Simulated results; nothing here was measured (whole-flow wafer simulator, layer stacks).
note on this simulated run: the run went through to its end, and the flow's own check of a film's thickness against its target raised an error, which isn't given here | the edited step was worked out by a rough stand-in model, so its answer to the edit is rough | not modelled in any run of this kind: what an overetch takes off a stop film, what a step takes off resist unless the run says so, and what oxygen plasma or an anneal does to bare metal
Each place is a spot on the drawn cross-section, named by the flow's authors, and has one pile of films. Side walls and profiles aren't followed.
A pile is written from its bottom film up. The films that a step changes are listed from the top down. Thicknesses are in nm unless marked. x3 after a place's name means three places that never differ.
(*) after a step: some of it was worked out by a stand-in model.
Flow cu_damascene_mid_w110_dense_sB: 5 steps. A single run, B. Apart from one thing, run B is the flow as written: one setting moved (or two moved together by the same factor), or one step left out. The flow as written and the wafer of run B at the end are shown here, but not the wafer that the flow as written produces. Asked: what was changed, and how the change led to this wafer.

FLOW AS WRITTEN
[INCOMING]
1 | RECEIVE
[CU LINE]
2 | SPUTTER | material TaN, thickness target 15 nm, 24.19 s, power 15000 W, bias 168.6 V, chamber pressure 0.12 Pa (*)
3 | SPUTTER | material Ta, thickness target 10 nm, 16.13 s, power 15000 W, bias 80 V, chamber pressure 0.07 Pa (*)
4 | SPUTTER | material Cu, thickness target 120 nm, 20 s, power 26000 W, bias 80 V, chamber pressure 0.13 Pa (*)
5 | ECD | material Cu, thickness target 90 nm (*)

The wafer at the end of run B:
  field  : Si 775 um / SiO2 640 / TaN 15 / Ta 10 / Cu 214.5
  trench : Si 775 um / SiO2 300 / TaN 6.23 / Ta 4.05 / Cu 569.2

The reason: step 5, ECD: thickness target 94.5 nm was run, though the flow has thickness target 90 nm.

How this came from the change, step by step:
  5 | ECD | material Cu, thickness target 90 nm (*)
      field: +94.5 Cu (as written it would have been: +90 Cu)
